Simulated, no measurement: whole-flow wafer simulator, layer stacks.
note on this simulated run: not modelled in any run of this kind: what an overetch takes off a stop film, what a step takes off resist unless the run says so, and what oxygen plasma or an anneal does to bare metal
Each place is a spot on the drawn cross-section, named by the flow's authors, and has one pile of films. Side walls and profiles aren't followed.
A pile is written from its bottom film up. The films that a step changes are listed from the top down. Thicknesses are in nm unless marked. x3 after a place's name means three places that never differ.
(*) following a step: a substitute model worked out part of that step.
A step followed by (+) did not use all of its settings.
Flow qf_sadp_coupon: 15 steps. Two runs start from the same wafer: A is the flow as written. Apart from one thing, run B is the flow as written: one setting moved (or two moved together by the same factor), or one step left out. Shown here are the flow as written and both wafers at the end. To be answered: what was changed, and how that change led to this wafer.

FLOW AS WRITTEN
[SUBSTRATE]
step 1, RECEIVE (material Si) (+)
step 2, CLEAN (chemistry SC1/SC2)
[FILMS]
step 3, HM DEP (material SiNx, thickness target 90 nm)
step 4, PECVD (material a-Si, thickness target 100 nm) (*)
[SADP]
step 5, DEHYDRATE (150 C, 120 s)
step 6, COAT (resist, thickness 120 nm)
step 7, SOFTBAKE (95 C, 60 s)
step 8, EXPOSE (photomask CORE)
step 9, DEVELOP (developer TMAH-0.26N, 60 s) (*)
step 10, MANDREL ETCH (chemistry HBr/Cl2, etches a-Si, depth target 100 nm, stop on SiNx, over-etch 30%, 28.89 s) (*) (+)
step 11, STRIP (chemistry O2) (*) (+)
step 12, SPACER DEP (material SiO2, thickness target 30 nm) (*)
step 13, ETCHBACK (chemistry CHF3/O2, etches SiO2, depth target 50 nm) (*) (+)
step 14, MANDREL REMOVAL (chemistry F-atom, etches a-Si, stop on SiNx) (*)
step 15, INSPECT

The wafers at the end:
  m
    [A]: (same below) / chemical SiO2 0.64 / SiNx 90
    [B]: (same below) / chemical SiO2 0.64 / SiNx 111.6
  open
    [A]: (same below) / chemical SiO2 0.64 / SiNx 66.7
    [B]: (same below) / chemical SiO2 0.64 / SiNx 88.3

What caused this: step 3, HM DEP: thickness target 111.6 nm was run, while the flow as written has thickness target 90 nm.
The wafer lets one read it off: m has SiNx 111.6, and step 3 as written asks for 90 nm.

How this came from the change, step by step:
  step 3, HM DEP (material SiNx, thickness target 90 nm)
      m, open: A +90 SiNx (new film) | B +111.6 SiNx (new film)
